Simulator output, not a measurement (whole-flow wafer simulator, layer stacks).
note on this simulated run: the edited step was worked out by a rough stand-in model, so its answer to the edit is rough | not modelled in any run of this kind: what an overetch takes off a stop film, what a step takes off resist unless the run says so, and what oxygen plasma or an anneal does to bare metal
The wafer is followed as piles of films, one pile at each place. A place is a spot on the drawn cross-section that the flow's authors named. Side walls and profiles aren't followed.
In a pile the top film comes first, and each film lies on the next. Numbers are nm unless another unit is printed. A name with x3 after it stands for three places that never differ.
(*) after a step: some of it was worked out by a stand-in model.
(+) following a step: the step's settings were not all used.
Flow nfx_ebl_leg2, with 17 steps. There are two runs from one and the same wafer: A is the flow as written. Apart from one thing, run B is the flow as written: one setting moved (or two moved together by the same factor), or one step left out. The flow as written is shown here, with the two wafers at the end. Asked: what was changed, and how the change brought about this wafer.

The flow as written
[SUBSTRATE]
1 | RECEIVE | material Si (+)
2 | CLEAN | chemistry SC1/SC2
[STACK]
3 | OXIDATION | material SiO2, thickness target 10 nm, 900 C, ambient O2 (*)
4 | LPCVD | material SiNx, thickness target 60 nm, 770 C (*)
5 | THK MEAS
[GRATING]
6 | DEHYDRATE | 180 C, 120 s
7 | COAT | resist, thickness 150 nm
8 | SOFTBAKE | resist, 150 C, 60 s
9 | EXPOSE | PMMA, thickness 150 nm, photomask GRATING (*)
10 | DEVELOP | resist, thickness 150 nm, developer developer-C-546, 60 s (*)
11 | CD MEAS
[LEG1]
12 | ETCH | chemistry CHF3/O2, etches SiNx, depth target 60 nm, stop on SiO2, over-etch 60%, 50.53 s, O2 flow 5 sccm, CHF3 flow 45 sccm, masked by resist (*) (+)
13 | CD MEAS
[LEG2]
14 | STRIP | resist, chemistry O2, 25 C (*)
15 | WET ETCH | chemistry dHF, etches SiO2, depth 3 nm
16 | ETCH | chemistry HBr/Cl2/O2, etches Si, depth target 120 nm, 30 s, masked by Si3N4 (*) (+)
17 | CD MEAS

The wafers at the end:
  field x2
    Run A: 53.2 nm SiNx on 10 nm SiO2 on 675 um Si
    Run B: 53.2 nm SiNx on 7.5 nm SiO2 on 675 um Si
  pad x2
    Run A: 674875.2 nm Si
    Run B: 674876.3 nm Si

Cause: step 3, OXIDATION: thickness target 7.5 nm was run, whereas the flow has thickness target 10 nm.
One can read it off the wafer: field x2 has SiO2 7.5, and step 3 as written asks for 10 nm.

How this came from the change, step by step:
  3 | OXIDATION | material SiO2, thickness target 10 nm, 900 C, ambient O2 (*)
      field x2, pad x2: A +10 SiO2 (new film), -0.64 chemical SiO2 (all of it), -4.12 Si | B +7.5 SiO2 (new film), -0.64 chemical SiO2 (all of it), -3.02 Si
  12 | ETCH | chemistry CHF3/O2, etches SiNx, depth target 60 nm, stop on SiO2, over-etch 60%, 50.53 s, O2 flow 5 sccm, CHF3 flow 45 sccm, masked by resist (*) (+)
      pad x2: A -60 SiNx (all of it), -10 SiO2 (all of it) | B -60 SiNx (all of it), -7.5 SiO2 (all of it)
